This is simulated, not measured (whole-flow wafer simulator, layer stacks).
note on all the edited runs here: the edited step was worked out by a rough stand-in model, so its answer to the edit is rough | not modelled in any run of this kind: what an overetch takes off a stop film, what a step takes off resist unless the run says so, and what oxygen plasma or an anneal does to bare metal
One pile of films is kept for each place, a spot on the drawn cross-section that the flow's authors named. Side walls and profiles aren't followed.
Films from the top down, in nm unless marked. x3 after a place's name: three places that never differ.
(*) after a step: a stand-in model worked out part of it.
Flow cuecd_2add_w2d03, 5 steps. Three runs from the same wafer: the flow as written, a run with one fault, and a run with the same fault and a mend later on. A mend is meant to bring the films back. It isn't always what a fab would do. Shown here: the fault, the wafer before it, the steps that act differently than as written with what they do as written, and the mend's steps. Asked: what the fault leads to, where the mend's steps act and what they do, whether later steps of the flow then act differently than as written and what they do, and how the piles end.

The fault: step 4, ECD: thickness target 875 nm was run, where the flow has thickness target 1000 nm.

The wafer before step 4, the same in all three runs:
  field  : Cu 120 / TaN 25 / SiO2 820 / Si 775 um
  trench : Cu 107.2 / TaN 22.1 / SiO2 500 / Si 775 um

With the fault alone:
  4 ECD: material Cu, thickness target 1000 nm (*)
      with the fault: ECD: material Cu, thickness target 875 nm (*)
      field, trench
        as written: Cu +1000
        with the fault: Cu +875
  No later step of the flow acts differently than as written at any place that is followed.
  At the end the piles differ from the flow's by more than 2% or 0.5 nm, whichever is larger, at field, trench.
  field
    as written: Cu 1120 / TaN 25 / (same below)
    with the fault: Cu 995 / TaN 25 / (same below)
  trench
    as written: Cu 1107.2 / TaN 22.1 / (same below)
    with the fault: Cu 982.2 / TaN 22.1 / (same below)

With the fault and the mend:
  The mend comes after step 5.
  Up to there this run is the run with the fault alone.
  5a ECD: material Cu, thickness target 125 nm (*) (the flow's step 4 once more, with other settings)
      field, trench
        Cu +125
  No later step of the flow acts differently than as written at any place that is followed.
  At the end the piles are the same as the flow's at every place that both follow.
